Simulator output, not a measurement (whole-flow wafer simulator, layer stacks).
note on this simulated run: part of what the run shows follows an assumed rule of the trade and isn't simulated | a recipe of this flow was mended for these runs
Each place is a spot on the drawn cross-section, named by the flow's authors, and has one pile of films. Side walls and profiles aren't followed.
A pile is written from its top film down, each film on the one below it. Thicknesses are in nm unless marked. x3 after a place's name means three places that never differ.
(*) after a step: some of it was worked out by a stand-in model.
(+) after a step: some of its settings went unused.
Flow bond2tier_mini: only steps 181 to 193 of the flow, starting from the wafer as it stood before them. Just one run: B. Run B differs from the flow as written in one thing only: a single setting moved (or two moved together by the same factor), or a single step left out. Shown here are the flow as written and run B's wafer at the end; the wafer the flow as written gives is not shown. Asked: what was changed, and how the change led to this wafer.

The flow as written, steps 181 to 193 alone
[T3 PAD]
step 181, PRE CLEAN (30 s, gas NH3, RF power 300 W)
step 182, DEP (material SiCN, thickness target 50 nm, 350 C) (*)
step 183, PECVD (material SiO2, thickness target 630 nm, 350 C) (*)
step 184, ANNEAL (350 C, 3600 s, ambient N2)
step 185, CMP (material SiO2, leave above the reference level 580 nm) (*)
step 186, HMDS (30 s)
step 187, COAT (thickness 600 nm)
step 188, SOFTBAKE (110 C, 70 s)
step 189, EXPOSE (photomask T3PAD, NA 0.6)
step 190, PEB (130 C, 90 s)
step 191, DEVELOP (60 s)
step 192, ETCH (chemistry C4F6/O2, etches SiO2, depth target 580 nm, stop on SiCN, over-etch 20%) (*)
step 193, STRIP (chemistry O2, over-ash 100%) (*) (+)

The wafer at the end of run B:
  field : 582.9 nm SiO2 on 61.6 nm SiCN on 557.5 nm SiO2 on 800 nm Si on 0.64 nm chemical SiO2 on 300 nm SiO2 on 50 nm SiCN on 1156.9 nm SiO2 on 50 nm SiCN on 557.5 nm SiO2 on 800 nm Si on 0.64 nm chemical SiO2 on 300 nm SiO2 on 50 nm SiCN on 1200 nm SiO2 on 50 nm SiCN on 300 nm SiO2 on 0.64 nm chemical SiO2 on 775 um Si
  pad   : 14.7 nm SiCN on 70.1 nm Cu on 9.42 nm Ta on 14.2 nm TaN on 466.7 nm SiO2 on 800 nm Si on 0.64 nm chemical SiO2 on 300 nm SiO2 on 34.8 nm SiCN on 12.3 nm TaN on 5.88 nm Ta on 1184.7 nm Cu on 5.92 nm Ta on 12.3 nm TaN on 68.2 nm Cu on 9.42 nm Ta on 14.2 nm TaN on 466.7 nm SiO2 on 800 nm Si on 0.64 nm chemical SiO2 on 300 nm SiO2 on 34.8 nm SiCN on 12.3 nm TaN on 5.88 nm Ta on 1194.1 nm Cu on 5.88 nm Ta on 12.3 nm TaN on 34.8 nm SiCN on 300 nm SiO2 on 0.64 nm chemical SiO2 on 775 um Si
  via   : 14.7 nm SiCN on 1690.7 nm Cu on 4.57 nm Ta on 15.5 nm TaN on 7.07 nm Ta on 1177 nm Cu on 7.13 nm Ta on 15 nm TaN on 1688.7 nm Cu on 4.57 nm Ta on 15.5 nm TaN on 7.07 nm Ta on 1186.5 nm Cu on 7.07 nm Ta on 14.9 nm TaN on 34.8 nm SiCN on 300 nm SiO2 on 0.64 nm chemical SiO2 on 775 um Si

Cause: step 182, DEP: thickness target 61.6 nm was run, whereas the flow has thickness target 50 nm; step 192, ETCH: depth target 715 nm was run, where the flow has depth target 580 nm.
The wafer lets one read it off: field has SiCN 61.6, and step 182 as written asks for 50 nm.

How this came from the change, step by step:
  step 182, DEP (material SiCN, thickness target 50 nm, 350 C) (*)
      field, pad, via: SiCN gains 61.6 (new film) (as written it would have been: SiCN gains 50 (new film))
  step 192, ETCH (chemistry C4F6/O2, etches SiO2, depth target 580 nm, stop on SiCN, over-etch 20%) (*)
      pad, via: SiO2 loses 580 (all of it), SiCN loses 46.9 (as written it would have been: SiO2 loses 580 (all of it), SiCN loses 19.6)
      field: thick-KrF-resist loses 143 (as written it would have been: thick-KrF-resist loses 116)
  step 193, STRIP (chemistry O2, over-ash 100%) (*) (+)
      field: thick-KrF-resist loses 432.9 (all of it) (as written it would have been: thick-KrF-resist loses 459.9 (all of it))
